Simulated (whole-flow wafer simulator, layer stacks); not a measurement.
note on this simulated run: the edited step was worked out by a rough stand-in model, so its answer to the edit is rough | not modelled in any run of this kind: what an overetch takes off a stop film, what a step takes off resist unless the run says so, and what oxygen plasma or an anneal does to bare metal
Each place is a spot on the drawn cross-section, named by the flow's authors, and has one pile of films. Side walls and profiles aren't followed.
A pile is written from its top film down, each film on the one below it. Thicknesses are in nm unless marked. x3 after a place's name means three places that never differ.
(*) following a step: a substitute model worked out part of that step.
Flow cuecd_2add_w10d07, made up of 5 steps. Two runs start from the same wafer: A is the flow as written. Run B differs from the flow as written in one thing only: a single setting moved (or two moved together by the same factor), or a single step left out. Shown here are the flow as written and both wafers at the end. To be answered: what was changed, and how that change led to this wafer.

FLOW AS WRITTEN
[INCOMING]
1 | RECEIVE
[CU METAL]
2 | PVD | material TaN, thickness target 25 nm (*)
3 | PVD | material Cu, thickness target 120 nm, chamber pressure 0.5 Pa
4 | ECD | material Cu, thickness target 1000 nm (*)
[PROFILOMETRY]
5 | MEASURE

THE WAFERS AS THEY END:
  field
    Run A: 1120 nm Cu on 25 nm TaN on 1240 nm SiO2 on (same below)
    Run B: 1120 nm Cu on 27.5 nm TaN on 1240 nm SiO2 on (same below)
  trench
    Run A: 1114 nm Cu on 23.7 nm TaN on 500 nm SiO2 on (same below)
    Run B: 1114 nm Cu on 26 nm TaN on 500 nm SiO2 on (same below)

The reason: step 2, PVD: thickness target 27.5 nm was run, whereas the flow has thickness target 25 nm.
The wafer itself shows it: field has TaN 27.5, and step 2 as written asks for 25 nm.

How this came from the change, step by step:
  2 | PVD | material TaN, thickness target 25 nm (*)
      field: A +25 TaN (new film) | B +27.5 TaN (new film)
      trench: A +23.7 TaN (new film) | B +26 TaN (new film)
